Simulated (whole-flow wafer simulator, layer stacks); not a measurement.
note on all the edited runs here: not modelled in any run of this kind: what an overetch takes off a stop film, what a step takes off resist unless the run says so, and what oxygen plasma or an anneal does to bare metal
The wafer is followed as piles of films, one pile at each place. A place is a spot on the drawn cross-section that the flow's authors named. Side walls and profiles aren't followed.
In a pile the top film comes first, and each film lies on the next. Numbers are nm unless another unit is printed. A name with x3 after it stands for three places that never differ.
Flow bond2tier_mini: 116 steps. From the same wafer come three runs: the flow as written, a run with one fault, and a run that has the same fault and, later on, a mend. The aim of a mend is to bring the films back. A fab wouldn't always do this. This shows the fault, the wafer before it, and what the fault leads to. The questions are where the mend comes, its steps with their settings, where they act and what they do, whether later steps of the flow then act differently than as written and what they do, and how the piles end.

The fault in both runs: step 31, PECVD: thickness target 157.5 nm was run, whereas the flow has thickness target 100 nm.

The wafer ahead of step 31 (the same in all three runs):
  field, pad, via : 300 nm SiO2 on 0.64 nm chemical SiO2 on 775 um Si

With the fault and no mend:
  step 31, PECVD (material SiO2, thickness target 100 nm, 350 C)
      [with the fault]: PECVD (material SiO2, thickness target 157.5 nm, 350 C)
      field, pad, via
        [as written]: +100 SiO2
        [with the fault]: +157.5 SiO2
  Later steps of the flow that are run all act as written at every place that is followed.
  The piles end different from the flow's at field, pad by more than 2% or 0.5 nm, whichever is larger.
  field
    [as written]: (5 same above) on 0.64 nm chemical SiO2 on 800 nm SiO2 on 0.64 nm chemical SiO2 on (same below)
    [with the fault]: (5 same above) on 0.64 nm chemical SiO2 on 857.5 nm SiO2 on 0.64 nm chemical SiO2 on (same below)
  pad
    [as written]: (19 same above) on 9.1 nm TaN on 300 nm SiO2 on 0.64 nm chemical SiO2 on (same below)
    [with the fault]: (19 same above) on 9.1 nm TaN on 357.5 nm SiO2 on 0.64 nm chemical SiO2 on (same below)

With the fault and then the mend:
  The mend stands after step 31.
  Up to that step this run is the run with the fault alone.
  step 31a, ETCH (chemistry CHF3/CF4-rie, etches SiO2, depth target 57.5 nm) (a further turn of the flow's step 9, with different settings)
      field, pad, via
        -57.5 SiO2
  Later steps of the flow that are run all act as written at every place that is followed.
  The piles end the same as the flow's at every place that both follow.
